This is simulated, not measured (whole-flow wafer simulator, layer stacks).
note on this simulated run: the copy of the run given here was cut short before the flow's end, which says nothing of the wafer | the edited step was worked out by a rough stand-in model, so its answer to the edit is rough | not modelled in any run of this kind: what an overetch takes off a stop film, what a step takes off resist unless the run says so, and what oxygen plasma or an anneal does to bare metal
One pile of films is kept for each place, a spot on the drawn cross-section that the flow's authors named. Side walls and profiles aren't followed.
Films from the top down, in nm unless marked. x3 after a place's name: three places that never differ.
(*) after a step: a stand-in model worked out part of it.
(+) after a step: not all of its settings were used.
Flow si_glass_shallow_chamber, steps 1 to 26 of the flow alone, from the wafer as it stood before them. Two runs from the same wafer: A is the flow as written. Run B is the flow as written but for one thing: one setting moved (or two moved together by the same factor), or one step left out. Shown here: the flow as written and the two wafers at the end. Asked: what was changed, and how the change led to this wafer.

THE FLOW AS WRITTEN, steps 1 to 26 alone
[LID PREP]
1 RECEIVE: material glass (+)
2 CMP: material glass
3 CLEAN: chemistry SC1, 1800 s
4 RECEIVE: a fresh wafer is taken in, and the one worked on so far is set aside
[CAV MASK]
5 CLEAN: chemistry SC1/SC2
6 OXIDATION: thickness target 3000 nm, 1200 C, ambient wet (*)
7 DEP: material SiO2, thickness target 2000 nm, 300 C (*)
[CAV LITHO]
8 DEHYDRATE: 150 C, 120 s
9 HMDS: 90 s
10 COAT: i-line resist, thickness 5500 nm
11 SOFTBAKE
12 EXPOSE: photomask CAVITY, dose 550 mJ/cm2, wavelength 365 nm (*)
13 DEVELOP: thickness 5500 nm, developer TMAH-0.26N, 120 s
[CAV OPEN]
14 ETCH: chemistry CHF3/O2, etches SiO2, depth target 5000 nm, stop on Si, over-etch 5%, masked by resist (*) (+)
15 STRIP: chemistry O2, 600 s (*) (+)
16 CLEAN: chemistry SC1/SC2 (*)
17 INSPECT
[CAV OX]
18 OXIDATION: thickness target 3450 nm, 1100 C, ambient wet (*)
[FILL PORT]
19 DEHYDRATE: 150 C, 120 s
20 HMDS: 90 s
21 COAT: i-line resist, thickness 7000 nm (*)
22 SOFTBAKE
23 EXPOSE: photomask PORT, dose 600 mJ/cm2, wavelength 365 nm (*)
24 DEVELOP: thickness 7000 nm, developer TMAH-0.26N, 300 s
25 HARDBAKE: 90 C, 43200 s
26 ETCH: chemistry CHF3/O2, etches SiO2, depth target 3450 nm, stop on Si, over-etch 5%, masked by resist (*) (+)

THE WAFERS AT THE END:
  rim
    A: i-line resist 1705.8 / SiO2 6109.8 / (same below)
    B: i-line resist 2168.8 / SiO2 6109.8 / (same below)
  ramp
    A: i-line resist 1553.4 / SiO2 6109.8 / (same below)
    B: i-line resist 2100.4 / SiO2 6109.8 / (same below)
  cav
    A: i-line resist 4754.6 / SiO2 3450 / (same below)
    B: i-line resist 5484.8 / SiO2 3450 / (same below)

The cause: step 21, COAT: thickness 7700 nm was run, where the flow has thickness 7000 nm.

How the change led to this, step by step:
  21 COAT: i-line resist, thickness 7000 nm (*)
      rim: A i-line resist +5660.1 (new film) | B i-line resist +6336.6 (new film)
      ramp: A i-line resist +5087.8 (new film) | B i-line resist +5758.2 (new film)
      (and at 4 more places)
  22 SOFTBAKE
      rim: A i-line resist -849 | B i-line resist -1044.8
      ramp: A i-line resist -434.5 | B i-line resist -537.5
      (and at 4 more places)
  24 DEVELOP: thickness 7000 nm, developer TMAH-0.26N, 300 s
      port: A i-line resist -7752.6 (all of it) | B i-line resist -8672.8 (all of it)
  25 HARDBAKE: 90 C, 43200 s
      rim: A i-line resist -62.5 | B i-line resist -80.2
      ramp: A i-line resist -57.1 | B i-line resist -77.4
      (and at 3 more places)
